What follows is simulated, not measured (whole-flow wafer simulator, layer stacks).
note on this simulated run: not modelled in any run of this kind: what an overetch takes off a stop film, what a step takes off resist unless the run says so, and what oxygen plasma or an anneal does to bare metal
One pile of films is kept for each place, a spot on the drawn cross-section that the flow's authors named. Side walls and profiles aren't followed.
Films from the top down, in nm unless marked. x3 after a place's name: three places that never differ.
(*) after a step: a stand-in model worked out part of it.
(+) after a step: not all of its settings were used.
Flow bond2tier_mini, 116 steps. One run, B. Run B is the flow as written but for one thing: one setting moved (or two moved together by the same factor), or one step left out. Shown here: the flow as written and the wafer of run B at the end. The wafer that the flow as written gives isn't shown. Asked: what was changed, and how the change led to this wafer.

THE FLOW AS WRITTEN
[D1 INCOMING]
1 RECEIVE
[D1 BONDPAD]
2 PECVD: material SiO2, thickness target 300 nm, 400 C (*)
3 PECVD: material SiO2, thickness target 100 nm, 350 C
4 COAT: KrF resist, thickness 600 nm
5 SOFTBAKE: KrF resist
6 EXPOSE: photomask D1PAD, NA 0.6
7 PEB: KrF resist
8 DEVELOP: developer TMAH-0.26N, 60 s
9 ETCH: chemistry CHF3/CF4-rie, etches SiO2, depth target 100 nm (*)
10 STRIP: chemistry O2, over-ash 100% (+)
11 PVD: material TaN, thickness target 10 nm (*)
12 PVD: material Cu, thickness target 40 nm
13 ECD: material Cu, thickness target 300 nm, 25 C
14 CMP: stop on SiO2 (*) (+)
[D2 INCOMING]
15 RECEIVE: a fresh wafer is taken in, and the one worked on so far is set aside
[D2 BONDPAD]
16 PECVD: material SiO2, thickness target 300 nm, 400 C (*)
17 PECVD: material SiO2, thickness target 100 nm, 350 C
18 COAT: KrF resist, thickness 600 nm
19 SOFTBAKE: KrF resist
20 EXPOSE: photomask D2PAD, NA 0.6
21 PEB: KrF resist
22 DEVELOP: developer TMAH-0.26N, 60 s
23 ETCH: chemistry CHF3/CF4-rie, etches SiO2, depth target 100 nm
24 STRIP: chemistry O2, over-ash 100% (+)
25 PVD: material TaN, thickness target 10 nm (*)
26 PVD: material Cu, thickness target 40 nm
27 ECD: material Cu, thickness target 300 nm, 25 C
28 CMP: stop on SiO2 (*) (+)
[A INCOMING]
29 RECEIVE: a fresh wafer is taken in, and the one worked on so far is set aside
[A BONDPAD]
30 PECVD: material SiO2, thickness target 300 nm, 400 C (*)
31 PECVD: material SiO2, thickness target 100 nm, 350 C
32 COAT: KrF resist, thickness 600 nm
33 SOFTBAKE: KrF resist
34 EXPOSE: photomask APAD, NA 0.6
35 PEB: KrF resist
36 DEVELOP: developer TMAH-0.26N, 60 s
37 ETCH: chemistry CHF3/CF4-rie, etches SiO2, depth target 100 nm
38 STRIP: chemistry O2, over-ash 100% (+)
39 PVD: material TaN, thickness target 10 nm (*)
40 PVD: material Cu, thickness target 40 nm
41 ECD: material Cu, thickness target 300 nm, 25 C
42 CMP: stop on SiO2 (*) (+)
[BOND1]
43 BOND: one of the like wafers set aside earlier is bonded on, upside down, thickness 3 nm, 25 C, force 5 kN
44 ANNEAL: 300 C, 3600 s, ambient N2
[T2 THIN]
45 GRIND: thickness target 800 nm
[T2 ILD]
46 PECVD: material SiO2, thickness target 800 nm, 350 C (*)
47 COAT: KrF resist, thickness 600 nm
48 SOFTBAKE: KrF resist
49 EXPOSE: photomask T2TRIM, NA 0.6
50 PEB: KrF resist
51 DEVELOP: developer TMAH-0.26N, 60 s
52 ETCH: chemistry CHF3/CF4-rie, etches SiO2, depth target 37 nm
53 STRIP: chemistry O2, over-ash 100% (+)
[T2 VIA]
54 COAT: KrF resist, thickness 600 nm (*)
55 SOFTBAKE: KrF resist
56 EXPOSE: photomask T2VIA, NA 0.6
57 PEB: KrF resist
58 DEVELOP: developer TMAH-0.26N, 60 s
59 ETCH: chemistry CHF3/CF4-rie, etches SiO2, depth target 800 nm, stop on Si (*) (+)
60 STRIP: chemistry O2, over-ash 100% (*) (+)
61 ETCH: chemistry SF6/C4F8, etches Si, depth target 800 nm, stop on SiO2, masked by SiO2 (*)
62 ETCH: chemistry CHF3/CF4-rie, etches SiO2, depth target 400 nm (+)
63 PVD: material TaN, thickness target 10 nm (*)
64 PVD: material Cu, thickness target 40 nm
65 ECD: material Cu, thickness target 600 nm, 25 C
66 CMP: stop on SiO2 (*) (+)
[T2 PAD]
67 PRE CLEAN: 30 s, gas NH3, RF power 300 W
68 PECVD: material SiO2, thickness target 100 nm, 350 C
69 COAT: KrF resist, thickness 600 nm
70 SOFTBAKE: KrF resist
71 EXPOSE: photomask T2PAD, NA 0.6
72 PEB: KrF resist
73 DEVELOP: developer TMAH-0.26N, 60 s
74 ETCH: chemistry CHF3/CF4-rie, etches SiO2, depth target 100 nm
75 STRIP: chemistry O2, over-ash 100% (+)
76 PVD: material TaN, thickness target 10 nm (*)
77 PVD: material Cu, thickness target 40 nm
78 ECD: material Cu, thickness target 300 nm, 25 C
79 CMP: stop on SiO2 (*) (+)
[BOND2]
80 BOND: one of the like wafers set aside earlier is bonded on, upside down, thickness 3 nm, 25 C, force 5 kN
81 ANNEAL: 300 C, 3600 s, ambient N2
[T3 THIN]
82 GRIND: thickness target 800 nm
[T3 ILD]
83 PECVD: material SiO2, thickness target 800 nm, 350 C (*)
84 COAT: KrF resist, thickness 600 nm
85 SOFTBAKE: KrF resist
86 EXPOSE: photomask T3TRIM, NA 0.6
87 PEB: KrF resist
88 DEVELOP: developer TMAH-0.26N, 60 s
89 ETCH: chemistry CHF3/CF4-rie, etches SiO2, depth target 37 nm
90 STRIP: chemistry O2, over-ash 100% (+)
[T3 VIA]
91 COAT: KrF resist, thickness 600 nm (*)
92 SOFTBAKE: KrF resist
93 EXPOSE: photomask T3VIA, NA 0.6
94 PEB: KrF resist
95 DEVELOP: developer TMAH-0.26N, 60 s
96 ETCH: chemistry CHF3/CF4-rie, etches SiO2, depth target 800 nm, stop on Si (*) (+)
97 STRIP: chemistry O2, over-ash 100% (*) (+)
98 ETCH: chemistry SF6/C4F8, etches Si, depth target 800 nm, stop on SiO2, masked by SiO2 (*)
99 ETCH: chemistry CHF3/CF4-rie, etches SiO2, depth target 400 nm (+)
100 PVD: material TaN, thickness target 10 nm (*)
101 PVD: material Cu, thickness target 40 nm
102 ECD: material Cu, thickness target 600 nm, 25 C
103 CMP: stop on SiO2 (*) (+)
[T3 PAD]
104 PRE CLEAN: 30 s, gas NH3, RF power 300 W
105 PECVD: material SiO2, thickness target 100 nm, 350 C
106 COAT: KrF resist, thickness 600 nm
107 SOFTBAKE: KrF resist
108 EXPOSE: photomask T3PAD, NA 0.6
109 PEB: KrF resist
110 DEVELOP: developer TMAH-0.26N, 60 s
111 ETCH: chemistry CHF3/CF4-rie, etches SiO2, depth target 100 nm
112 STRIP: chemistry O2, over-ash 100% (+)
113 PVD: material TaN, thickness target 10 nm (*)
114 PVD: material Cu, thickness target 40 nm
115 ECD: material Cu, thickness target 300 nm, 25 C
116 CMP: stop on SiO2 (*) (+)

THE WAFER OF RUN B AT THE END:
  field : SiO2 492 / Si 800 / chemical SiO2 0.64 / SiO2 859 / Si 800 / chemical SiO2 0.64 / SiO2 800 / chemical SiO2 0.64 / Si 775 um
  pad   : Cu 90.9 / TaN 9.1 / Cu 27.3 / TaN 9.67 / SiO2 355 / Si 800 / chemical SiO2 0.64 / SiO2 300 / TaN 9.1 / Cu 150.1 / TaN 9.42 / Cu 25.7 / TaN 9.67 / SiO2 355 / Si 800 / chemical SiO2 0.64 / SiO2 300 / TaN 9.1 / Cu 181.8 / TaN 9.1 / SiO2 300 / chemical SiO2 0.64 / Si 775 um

The cause: step 68, PECVD: thickness target 67 nm was run, where the flow has thickness target 100 nm.

How the change led to this, step by step:
  68 PECVD: material SiO2, thickness target 100 nm, 350 C
      field: SiO2 +67 (as written it would be: SiO2 +100)
      pad: SiO2 +67 (new film) (as written it would be: SiO2 +100 (new film))
  74 ETCH: chemistry CHF3/CF4-rie, etches SiO2, depth target 100 nm
      pad: SiO2 -67 (all of it), Cu -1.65 (as written it would be: SiO2 -100 (all of it))
  77 PVD: material Cu, thickness target 40 nm
      pad: Cu +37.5 (new film) (as written it would be: Cu +36.4 (new film))
  78 ECD: material Cu, thickness target 300 nm, 25 C
      pad: Cu +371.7 (as written it would be: Cu +404.5)
